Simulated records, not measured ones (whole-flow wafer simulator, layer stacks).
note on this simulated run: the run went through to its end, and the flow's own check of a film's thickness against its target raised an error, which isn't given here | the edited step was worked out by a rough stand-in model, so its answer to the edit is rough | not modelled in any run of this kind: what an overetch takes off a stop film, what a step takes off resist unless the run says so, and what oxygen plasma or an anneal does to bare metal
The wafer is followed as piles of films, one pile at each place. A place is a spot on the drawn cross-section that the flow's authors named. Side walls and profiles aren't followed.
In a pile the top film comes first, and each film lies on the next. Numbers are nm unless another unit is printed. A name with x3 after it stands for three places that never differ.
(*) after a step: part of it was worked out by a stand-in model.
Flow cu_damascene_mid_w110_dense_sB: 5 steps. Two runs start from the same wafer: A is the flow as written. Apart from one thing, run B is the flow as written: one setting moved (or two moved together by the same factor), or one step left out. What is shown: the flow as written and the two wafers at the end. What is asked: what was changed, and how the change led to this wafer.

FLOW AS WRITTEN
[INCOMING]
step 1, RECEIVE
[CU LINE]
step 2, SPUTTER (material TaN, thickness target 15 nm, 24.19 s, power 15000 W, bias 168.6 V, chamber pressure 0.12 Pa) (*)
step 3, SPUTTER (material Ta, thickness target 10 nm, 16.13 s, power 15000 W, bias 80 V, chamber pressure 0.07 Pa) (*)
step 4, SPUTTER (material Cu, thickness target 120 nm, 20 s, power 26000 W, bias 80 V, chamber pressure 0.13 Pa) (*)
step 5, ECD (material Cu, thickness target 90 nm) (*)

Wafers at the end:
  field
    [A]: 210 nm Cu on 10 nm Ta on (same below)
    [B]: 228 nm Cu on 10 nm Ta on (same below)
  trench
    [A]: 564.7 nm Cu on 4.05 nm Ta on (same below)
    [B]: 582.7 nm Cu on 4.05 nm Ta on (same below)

What caused this: step 5, ECD: thickness target 108 nm was run, whereas the flow has thickness target 90 nm.

The path from the change to this, step by step:
  step 5, ECD (material Cu, thickness target 90 nm) (*)
      field: A +90 Cu | B +108 Cu
      trench: A +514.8 Cu | B +532.8 Cu
